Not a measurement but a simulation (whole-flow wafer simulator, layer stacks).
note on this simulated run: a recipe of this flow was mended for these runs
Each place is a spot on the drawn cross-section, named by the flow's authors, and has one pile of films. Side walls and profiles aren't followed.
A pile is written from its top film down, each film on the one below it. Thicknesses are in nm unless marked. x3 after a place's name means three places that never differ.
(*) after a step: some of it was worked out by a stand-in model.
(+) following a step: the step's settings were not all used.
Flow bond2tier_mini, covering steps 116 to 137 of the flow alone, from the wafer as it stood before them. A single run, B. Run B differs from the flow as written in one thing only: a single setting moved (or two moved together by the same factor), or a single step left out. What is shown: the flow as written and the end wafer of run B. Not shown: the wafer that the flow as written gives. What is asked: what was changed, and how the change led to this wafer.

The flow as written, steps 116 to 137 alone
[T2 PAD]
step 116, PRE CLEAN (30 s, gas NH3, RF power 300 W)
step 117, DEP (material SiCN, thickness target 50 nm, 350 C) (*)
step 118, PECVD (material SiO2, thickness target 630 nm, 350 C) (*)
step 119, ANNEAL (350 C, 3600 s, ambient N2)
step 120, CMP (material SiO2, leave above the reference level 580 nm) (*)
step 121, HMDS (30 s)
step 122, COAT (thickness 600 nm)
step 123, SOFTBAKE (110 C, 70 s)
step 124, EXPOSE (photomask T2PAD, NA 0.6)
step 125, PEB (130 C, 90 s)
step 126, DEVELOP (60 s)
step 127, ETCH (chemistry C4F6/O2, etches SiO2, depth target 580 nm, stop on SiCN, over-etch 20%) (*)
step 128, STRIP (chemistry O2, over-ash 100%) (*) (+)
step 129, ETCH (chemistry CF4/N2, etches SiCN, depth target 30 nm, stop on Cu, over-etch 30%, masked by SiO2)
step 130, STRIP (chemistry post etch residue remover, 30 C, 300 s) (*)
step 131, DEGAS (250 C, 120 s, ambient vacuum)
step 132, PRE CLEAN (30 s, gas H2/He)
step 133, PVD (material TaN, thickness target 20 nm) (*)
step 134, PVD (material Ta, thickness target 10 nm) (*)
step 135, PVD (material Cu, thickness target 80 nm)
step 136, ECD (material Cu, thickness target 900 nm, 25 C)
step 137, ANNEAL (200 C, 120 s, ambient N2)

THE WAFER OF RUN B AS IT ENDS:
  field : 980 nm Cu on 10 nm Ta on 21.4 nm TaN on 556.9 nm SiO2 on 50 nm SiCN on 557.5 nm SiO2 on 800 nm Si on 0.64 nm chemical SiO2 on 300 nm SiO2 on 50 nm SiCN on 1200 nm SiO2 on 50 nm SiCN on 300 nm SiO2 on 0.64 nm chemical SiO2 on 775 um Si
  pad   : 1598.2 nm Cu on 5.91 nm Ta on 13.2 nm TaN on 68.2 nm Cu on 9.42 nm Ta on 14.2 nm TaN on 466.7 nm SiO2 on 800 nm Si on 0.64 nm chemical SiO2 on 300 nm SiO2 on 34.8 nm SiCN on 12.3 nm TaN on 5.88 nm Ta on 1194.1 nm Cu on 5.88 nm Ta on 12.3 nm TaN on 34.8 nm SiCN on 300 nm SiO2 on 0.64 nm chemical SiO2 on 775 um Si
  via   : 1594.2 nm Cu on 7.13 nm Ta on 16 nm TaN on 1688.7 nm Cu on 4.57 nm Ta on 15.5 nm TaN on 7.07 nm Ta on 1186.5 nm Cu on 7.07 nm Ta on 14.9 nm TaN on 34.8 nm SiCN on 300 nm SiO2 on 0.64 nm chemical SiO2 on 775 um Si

What caused this: step 133, PVD: thickness target 21.4 nm was run, whereas the flow has thickness target 20 nm.
The wafer itself shows it: field has TaN 21.4, and step 133 as written asks for 20 nm.

How this came from the change, step by step:
  step 133, PVD (material TaN, thickness target 20 nm) (*)
      field: TaN gains 21.4 (new film) (in the flow as written it would be: TaN gains 20 (new film))
      pad: TaN gains 13.2 (new film) (in the flow as written it would be: TaN gains 12.3 (new film))
      (as well as at 1 more place)
